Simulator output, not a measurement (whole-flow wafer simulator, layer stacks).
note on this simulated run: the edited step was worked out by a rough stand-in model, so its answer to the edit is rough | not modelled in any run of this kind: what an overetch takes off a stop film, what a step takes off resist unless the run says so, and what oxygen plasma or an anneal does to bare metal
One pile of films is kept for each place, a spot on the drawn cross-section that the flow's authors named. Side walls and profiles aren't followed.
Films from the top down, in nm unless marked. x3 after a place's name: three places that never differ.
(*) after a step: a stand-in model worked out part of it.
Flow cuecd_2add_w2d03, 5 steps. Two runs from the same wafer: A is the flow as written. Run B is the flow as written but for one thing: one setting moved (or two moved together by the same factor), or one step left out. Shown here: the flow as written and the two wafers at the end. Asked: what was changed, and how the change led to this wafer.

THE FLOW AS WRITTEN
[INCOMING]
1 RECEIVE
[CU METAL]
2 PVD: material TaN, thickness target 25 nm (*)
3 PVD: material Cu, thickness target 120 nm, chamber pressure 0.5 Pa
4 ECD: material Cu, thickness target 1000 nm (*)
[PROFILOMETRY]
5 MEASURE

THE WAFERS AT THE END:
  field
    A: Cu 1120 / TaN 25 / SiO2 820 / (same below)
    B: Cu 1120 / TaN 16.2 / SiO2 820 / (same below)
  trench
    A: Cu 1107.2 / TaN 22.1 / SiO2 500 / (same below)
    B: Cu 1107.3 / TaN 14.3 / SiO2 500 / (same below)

The cause: step 2, PVD: thickness target 16.2 nm was run, where the flow has thickness target 25 nm.
It can be read off the wafer: field has TaN 16.2, and step 2 as written asks for 25 nm.

How the change led to this, step by step:
  2 PVD: material TaN, thickness target 25 nm (*)
      field: A TaN +25 (new film) | B TaN +16.2 (new film)
      trench: A TaN +22.1 (new film) | B TaN +14.3 (new film)
